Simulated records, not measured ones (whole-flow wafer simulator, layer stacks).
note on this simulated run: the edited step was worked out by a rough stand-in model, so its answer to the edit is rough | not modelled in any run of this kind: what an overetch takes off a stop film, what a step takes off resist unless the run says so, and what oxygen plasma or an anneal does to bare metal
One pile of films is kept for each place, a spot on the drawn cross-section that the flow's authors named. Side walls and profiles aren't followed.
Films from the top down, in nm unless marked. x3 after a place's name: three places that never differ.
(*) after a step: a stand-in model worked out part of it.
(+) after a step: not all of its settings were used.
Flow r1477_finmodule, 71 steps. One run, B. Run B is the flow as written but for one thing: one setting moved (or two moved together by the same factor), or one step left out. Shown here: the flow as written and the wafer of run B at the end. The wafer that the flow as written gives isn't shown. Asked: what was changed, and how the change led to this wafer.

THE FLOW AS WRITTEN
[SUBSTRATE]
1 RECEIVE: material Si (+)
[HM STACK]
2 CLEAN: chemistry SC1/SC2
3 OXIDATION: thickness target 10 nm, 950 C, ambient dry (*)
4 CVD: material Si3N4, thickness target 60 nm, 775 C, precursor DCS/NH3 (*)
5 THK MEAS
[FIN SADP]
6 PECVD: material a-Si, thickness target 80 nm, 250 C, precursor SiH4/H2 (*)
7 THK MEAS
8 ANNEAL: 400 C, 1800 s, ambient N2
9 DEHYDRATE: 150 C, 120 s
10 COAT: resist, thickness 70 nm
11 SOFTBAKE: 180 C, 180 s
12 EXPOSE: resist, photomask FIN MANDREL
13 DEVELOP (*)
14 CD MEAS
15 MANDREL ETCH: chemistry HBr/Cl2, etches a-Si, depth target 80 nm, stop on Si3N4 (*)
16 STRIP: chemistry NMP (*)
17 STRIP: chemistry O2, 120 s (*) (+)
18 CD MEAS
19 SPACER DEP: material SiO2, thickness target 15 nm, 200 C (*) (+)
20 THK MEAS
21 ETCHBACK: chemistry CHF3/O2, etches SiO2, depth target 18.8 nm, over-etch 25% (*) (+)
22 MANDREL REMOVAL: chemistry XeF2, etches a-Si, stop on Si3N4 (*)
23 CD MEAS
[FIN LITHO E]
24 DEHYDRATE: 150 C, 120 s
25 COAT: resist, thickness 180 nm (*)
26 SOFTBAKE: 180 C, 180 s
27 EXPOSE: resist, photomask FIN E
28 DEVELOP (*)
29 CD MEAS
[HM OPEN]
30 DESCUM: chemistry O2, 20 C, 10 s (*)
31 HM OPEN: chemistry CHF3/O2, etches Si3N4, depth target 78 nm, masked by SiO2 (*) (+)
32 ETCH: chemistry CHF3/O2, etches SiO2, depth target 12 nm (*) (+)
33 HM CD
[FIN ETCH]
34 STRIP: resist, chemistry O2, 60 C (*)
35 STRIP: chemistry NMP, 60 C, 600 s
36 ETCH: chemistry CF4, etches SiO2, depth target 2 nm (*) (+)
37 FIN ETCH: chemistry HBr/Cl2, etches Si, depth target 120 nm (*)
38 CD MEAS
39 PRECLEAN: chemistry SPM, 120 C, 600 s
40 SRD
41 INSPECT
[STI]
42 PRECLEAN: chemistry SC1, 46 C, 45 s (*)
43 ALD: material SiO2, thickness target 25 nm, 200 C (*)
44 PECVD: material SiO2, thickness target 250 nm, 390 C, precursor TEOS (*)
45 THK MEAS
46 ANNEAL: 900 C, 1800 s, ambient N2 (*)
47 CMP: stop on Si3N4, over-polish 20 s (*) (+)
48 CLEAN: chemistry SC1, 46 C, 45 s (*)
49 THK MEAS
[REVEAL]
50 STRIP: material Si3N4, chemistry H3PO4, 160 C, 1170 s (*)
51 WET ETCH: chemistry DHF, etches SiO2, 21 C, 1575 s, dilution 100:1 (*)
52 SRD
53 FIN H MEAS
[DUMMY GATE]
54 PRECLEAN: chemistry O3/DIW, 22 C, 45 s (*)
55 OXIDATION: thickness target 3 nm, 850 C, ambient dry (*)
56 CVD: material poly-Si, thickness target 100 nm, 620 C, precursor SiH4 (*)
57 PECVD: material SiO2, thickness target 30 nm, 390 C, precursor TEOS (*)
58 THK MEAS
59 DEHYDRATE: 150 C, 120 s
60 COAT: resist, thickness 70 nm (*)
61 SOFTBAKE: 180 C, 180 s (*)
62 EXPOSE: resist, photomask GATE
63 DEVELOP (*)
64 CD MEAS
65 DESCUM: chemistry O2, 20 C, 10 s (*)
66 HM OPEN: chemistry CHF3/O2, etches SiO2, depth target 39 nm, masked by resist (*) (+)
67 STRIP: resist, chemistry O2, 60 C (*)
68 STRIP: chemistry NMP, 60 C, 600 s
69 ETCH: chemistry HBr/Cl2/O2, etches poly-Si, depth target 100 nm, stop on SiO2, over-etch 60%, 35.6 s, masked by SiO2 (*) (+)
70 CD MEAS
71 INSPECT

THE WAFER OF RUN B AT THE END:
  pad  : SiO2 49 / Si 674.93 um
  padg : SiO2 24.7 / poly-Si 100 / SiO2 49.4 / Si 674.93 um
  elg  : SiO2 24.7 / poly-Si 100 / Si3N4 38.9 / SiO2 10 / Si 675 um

The cause: step 37, FIN ETCH: depth target 66 nm was run, where the flow has depth target 120 nm.

How the change led to this, step by step:
  37 FIN ETCH: chemistry HBr/Cl2, etches Si, depth target 120 nm (*)
      pad, padg, esg and 19 more: Si -66 (as written it would be: Si -120)
      elg, e40lg, e100lg, e200lg, elo, e40lo, e100lo, e200lo: Si3N4 -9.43 (as written it would be: Si3N4 -17.1)
      (and at 6 more places)
  43 ALD: material SiO2, thickness target 25 nm, 200 C (*)
      s40cg, s45cg, s50cg, s40co, s45co, s50co: SiO2 +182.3 (new film) (as written it would be: SiO2 +232.1 (new film))
      esg: SiO2 +148 (new film) (as written it would be: SiO2 +194.3 (new film))
  47 CMP: stop on Si3N4, over-polish 20 s (*) (+)
      pad, padg, e40sg and 11 more: SiO2 -125.8 (as written it would be: SiO2 -71.8)
      elg, esg, e40lg and 6 more: SiO2 -249.3 (as written it would be: SiO2 -241.6)
      (and at 1 more place)
  51 WET ETCH: chemistry DHF, etches SiO2, 21 C, 1575 s, dilution 100:1 (*)
      elg, e40lg, e100lg, e200lg, elo, e40lo, e100lo, e200lo: SiO2 -10.1 (all of it), Si3N4 -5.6 (as written it would be: SiO2 -17.8 (all of it), Si3N4 -4.97)
  56 CVD: material poly-Si, thickness target 100 nm, 620 C, precursor SiH4 (*)
      esg: poly-Si +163 (new film) (as written it would be: poly-Si +156 (new film))
  60 COAT: resist, thickness 70 nm (*)
      e40sg, eso, e40so: resist +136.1 (new film) (as written it would be: resist +129.5 (new film))
      e100sg, e100so: resist +136.1 (new film) (as written it would be: resist +129.4 (new film))
      (and at 2 more places)
  63 DEVELOP (*)
      eso, e40so: resist -136.1 (all of it) (as written it would be: resist -129.5 (all of it))
      e100so: resist -136.1 (all of it) (as written it would be: resist -129.4 (all of it))
      (and at 1 more place)
  67 STRIP: resist, chemistry O2, 60 C (*)
      e40sg: resist -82 (all of it) (as written it would be: resist -75.4 (all of it))
      e100sg: resist -82 (all of it) (as written it would be: resist -75.3 (all of it))
      (and at 1 more place)
